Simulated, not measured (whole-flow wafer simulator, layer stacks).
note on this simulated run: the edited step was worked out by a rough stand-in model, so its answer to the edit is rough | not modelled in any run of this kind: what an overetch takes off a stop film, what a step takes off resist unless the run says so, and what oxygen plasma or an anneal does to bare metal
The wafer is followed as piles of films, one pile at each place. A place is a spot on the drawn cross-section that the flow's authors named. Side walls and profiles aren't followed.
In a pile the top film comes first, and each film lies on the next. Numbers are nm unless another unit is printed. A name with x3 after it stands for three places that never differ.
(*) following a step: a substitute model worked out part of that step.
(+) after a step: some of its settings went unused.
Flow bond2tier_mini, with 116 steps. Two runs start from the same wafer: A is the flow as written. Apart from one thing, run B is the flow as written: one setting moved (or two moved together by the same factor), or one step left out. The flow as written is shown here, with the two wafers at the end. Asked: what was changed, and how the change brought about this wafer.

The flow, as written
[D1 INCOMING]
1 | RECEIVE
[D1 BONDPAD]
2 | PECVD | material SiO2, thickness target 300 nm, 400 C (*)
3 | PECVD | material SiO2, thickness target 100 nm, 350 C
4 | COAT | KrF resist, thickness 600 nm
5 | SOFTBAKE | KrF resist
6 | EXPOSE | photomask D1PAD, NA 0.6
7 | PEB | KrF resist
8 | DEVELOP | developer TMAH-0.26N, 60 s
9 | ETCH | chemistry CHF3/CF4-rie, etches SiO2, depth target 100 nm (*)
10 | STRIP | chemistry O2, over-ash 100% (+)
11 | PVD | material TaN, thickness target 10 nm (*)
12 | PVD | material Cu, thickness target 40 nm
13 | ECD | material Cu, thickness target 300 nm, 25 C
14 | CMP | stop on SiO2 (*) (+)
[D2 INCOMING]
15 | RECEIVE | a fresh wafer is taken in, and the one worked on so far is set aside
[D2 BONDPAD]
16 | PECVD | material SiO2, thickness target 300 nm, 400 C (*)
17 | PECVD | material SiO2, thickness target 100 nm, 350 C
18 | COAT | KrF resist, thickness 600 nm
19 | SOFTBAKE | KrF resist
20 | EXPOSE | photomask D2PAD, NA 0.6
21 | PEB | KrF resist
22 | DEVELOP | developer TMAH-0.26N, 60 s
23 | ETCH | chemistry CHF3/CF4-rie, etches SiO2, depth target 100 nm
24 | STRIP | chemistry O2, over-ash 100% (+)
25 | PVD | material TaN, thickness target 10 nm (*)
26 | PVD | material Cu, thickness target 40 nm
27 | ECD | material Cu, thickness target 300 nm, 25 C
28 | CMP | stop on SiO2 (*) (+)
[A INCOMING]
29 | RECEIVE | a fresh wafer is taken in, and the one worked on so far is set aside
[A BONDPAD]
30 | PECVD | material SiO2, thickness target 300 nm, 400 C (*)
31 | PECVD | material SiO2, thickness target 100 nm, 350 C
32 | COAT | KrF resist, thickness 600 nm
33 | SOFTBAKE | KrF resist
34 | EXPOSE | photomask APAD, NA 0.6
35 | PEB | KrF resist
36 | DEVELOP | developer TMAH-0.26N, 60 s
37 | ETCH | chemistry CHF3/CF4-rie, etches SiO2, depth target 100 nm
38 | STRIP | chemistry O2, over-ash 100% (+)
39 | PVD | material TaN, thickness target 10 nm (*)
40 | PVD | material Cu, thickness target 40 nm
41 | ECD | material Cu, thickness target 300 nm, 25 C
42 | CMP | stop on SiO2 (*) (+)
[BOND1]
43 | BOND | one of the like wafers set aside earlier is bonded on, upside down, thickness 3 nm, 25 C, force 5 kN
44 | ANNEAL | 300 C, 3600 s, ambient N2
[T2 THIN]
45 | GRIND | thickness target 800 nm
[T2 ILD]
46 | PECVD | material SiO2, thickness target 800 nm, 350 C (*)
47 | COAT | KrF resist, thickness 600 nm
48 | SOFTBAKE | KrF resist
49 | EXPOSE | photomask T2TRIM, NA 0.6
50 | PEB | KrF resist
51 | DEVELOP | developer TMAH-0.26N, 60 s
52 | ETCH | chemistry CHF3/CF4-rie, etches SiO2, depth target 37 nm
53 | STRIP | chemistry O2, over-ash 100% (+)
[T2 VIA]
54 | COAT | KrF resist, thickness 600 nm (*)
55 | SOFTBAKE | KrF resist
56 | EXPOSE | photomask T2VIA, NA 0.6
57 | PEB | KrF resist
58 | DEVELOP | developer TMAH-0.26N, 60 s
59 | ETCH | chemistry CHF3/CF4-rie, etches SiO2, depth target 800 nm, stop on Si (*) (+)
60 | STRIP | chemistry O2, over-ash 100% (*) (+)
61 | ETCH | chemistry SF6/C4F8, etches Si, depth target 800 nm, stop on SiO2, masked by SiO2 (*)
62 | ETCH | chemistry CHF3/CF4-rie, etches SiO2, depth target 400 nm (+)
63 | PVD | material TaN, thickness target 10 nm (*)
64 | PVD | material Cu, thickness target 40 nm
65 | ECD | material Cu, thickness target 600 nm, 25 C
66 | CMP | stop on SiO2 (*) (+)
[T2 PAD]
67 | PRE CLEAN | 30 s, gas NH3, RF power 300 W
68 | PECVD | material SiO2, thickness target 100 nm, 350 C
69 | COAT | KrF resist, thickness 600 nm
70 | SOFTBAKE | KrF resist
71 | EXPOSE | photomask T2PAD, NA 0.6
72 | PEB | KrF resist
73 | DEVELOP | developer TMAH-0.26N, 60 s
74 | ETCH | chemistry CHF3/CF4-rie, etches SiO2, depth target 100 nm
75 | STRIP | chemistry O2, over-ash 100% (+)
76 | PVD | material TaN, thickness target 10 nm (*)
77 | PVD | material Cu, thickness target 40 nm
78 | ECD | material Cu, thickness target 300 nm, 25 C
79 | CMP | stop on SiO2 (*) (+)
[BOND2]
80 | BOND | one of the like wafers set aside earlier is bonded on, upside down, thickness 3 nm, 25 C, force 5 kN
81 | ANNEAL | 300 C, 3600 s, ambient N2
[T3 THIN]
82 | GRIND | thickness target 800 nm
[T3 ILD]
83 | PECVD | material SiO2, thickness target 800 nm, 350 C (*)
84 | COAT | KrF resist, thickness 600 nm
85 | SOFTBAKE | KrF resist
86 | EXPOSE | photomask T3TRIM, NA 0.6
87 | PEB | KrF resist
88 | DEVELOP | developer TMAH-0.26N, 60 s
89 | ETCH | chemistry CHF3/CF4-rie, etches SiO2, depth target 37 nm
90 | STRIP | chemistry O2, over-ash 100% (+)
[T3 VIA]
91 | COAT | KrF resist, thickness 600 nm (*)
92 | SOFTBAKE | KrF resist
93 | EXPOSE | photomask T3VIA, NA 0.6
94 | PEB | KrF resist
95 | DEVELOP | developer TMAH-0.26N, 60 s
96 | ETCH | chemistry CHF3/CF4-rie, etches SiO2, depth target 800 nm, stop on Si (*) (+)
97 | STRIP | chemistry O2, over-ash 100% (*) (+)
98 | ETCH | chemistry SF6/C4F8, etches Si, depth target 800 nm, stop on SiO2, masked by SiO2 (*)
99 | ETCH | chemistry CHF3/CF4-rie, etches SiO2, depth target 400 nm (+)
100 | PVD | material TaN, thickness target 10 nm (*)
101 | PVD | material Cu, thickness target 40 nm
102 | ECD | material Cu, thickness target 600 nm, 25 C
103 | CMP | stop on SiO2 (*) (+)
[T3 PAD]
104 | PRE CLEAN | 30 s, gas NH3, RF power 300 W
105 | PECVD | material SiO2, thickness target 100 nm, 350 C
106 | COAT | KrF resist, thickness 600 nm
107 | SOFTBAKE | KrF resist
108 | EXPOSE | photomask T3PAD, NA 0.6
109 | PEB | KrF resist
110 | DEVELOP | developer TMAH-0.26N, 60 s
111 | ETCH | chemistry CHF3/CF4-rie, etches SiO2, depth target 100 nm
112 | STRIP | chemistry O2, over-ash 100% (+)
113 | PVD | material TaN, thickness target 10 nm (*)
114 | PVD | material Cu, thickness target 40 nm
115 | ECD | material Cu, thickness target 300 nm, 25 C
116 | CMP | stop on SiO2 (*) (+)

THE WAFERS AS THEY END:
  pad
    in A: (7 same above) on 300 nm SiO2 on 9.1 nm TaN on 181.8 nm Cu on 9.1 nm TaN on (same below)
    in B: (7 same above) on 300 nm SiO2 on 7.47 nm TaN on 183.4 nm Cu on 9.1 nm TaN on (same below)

The reason: step 25, PVD: thickness target 8.2 nm was run, while the flow as written has thickness target 10 nm.

How this came from the change, step by step:
  25 | PVD | material TaN, thickness target 10 nm (*)
      field: A TaN gains 10 (new film) | B TaN gains 8.2 (new film)
      pad: A TaN gains 9.1 (new film) | B TaN gains 7.47 (new film)
      (as well as at 1 more place)
  28 | CMP | stop on SiO2 (*) (+)
      field: A Cu loses 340 (all of it), TaN loses 10 (all of it) | B Cu loses 340 (all of it), TaN loses 8.2 (all of it)
  80 | BOND | one of the like wafers set aside earlier is bonded on, upside down, thickness 3 nm, 25 C, force 5 kN
      pad: A Si gains 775 um (new film), chemical SiO2 gains 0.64 (new film), SiO2 gains 300 (new film), TaN gains 9.1 (new film), Cu gains 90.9 | B Si gains 775 um (new film), chemical SiO2 gains 0.64 (new film), SiO2 gains 300 (new film), TaN gains 7.47 (new film), Cu gains 92.5
